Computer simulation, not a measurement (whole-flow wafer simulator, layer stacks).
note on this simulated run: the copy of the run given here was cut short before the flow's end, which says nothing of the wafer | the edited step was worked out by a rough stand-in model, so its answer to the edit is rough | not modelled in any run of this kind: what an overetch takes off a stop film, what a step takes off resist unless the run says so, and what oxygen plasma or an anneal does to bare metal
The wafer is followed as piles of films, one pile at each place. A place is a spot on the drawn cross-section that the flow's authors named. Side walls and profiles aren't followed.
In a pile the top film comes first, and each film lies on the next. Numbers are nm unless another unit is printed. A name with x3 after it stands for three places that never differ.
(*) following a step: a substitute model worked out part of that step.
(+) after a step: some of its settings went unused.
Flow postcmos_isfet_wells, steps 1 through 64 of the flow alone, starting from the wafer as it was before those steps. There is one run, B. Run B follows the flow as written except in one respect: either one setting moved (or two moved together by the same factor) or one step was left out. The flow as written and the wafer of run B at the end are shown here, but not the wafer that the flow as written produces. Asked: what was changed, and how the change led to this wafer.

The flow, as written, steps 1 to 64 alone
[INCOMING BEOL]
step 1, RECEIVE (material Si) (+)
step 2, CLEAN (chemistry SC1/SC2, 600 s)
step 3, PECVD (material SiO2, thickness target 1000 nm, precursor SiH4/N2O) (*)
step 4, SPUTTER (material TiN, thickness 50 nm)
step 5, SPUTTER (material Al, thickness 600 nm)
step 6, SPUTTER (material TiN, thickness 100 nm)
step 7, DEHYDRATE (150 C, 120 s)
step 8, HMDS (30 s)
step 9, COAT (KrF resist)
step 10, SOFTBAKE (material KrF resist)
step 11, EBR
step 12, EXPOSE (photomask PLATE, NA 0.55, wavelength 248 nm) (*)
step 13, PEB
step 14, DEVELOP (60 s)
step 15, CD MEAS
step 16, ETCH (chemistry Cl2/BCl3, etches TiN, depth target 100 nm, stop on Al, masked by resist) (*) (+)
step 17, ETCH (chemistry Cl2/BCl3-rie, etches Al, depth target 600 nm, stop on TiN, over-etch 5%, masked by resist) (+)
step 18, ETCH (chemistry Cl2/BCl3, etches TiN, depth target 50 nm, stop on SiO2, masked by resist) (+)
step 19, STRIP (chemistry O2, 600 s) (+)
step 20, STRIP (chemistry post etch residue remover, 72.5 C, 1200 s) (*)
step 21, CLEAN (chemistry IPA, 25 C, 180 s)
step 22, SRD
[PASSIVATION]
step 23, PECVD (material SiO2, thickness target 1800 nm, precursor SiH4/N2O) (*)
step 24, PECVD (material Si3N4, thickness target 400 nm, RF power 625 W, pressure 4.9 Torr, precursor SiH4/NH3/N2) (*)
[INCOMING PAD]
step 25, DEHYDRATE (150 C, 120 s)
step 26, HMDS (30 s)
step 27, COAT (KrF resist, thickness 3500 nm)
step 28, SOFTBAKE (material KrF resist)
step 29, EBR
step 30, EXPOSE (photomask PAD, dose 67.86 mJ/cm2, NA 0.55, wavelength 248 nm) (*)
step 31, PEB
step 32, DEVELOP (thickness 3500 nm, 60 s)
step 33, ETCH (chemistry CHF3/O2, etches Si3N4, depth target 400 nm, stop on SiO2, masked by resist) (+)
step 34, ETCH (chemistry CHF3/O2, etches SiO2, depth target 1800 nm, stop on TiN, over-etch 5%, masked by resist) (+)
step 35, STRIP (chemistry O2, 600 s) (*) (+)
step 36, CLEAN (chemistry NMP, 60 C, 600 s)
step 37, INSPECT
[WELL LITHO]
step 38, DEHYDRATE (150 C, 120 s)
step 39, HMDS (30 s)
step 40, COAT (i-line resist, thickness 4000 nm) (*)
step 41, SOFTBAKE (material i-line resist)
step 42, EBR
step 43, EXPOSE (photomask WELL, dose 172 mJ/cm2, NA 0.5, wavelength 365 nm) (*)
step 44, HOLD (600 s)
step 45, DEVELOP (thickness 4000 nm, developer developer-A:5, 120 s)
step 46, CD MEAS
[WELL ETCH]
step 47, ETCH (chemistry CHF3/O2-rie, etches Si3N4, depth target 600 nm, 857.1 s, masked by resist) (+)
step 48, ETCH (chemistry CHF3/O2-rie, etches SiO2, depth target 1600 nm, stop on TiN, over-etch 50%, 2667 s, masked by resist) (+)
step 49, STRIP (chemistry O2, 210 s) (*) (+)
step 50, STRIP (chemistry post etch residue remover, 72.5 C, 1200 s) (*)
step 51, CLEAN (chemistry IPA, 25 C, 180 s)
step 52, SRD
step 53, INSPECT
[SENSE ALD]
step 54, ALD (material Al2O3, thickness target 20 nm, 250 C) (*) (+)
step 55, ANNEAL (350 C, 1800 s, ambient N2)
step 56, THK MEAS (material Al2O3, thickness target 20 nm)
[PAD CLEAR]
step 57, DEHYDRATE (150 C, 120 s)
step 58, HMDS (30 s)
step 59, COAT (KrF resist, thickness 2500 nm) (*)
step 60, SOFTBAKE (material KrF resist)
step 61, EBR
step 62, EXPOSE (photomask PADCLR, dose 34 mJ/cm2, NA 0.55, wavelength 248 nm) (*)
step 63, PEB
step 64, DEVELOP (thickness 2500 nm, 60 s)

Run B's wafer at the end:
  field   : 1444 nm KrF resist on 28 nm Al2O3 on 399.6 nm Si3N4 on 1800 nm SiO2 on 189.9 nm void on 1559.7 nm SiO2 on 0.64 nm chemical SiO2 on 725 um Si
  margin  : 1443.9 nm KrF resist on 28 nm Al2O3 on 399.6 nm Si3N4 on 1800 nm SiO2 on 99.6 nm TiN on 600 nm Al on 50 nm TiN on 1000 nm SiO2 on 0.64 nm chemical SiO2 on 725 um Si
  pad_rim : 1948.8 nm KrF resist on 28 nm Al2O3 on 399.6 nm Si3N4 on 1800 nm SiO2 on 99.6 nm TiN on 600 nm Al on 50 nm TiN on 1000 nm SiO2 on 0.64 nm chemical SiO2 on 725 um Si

What caused this: step 54, ALD: thickness target 28 nm was run, while the flow as written has thickness target 20 nm.
The wafer lets one read it off: field has Al2O3 28, and step 54 as written asks for 20 nm.

How this came from the change, step by step:
  step 54, ALD (material Al2O3, thickness target 20 nm, 250 C) (*) (+)
      field, margin, well900, well1300 x3, pad_rim, pad_clr, pad_open: +28 Al2O3 (new film) (in the flow as written it would be: +20 Al2O3 (new film))
